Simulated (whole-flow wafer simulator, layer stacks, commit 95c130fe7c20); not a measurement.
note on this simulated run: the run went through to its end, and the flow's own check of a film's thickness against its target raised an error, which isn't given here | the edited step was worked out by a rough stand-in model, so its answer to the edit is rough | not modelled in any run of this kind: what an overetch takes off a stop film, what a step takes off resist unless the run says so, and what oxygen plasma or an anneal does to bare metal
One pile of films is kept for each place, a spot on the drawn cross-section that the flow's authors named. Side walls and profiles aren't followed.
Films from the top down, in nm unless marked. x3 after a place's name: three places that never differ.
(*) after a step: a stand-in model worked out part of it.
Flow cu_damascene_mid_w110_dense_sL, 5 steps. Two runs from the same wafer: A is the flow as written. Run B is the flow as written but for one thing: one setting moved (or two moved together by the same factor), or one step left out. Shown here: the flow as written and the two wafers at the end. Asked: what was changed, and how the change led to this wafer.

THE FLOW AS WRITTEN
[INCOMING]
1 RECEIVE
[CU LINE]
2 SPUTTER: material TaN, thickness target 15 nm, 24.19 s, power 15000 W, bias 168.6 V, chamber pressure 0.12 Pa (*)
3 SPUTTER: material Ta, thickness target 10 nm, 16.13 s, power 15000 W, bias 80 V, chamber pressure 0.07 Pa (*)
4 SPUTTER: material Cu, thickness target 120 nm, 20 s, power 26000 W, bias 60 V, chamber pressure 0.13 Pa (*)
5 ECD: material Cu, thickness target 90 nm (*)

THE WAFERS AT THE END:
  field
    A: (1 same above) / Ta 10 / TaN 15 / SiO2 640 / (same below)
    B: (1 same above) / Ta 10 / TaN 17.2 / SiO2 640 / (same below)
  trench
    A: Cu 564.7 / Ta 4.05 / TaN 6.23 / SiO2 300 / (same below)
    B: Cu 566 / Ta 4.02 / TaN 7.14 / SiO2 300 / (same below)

The cause: step 2, SPUTTER: thickness target 17.2 nm was run, where the flow has thickness target 15 nm; step 2, SPUTTER: 27.82 s was run, where the flow has 24.19 s.
It can be read off the wafer: field has TaN 17.2, and step 2 as written asks for 15 nm.

How the change led to this, step by step:
  2 SPUTTER: material TaN, thickness target 15 nm, 24.19 s, power 15000 W, bias 168.6 V, chamber pressure 0.12 Pa (*)
      field: A TaN +15 (new film) | B TaN +17.2 (new film)
      trench: A TaN +6.23 (new film) | B TaN +7.14 (new film)
